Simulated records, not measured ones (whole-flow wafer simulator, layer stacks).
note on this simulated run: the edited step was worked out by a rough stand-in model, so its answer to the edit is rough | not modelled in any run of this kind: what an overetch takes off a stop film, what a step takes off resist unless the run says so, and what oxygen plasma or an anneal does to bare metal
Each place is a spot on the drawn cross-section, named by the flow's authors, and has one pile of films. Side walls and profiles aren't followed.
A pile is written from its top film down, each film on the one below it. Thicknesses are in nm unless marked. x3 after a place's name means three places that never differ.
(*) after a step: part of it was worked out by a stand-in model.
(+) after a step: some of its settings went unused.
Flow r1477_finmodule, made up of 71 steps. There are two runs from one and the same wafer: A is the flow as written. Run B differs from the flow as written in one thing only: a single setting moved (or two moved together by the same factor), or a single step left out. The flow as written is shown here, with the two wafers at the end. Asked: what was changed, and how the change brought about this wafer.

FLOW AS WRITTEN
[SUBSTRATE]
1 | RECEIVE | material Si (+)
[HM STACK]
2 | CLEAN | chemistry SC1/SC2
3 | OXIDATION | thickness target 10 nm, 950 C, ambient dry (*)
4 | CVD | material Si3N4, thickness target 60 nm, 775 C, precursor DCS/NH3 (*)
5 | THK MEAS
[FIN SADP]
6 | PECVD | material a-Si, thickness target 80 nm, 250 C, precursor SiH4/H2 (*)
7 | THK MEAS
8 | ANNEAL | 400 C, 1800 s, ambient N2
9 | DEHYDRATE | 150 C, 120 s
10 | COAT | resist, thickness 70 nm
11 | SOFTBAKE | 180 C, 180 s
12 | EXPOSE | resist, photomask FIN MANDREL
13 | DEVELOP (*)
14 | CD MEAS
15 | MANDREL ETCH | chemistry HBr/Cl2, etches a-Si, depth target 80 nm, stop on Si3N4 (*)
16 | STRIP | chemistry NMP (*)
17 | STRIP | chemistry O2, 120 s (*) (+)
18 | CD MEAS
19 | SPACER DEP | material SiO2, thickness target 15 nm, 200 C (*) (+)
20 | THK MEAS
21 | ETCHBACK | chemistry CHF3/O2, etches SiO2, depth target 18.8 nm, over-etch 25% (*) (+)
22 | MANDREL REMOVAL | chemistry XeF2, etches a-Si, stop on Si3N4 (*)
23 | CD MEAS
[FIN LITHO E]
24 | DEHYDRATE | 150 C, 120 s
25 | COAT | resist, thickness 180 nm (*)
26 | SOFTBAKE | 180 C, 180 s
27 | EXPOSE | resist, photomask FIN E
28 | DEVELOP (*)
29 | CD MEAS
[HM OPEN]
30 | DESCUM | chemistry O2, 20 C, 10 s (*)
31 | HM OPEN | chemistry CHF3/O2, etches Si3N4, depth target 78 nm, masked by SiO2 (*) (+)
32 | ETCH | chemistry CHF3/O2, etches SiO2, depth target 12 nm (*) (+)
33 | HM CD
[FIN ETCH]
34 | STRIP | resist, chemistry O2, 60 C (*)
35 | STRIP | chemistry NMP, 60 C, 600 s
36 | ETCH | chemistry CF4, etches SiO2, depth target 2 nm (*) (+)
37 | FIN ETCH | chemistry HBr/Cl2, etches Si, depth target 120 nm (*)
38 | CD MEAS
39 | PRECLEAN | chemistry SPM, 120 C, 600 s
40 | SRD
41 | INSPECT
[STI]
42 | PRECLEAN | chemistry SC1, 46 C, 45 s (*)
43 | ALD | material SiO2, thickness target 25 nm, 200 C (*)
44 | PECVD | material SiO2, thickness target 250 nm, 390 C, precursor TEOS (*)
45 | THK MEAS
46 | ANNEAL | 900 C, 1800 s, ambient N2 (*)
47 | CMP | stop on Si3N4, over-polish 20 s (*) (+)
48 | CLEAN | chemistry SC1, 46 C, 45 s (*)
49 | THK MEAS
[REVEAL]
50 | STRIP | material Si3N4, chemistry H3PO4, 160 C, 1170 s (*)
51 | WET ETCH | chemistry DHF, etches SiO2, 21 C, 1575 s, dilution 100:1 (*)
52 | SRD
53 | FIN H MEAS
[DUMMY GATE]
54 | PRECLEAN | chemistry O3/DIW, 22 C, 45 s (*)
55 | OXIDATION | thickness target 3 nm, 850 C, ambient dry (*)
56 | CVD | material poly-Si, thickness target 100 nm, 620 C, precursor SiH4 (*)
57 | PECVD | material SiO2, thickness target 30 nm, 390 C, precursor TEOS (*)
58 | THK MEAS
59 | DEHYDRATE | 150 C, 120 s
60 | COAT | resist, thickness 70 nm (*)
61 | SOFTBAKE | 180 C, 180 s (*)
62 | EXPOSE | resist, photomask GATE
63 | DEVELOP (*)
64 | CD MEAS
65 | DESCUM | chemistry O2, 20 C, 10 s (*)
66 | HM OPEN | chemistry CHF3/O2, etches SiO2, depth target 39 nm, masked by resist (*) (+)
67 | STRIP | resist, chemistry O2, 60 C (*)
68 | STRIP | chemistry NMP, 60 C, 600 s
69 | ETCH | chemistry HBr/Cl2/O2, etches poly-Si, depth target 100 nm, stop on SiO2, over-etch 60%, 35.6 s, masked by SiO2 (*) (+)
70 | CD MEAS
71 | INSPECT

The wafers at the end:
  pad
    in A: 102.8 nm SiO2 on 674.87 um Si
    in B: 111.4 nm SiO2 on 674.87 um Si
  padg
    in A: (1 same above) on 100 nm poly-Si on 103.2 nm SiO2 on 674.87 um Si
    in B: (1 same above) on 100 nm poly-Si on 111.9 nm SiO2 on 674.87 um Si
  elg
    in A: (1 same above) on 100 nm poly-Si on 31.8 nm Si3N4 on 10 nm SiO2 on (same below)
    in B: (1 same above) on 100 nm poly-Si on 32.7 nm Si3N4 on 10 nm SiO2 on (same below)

Cause: step 51, WET ETCH: 18.42 C was run, while the flow as written has 21 C.

The path from the change to this, step by step:
  51 | WET ETCH | chemistry DHF, etches SiO2, 21 C, 1575 s, dilution 100:1 (*)
      pad, padg, e40sg and 12 more: A -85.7 SiO2 | B -77.1 SiO2
      elg, e40lg, e100lg, e200lg, elo, e40lo, e100lo, e200lo: A -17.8 SiO2 (all of it), -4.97 Si3N4 | B -17.8 SiO2 (all of it), -4.03 Si3N4
      (also at 7 further places)
  56 | CVD | material poly-Si, thickness target 100 nm, 620 C, precursor SiH4 (*)
      s40cg, s40co: A +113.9 poly-Si (new film) | B +106 poly-Si (new film)
      s45cg, s45co: A +113.4 poly-Si (new film) | B +105.4 poly-Si (new film)
      (also at 3 further places)
  60 | COAT | resist, thickness 70 nm (*)
      e40sg, eso, e40so: A +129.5 resist (new film) | B +122.2 resist (new film)
      e100sg, e100so: A +129.4 resist (new film) | B +122.1 resist (new film)
      (also at 8 further places)
  63 | DEVELOP (*)
      eso, e40so: A -129.5 resist (all of it) | B -122.2 resist (all of it)
      e100so: A -129.4 resist (all of it) | B -122.1 resist (all of it)
      (also at 4 further places)
  67 | STRIP | resist, chemistry O2, 60 C (*)
      e40sg: A -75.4 resist (all of it) | B -68.1 resist (all of it)
      e100sg: A -75.3 resist (all of it) | B -68 resist (all of it)
      (also at 4 further places)
  69 | ETCH | chemistry HBr/Cl2/O2, etches poly-Si, depth target 100 nm, stop on SiO2, over-etch 60%, 35.6 s, masked by SiO2 (*) (+)
      s40co: A -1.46 chemical SiO2 (all of it), -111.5 poly-Si (all of it), -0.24 SiO2 | B -1.42 chemical SiO2 (all of it), -103.5 poly-Si (all of it), -0.28 SiO2
      s45co: A -1.46 chemical SiO2 (all of it), -110.9 poly-Si (all of it), -0.25 SiO2 | B -1.42 chemical SiO2 (all of it), -103 poly-Si (all of it), -0.29 SiO2
      (also at 1 further place)
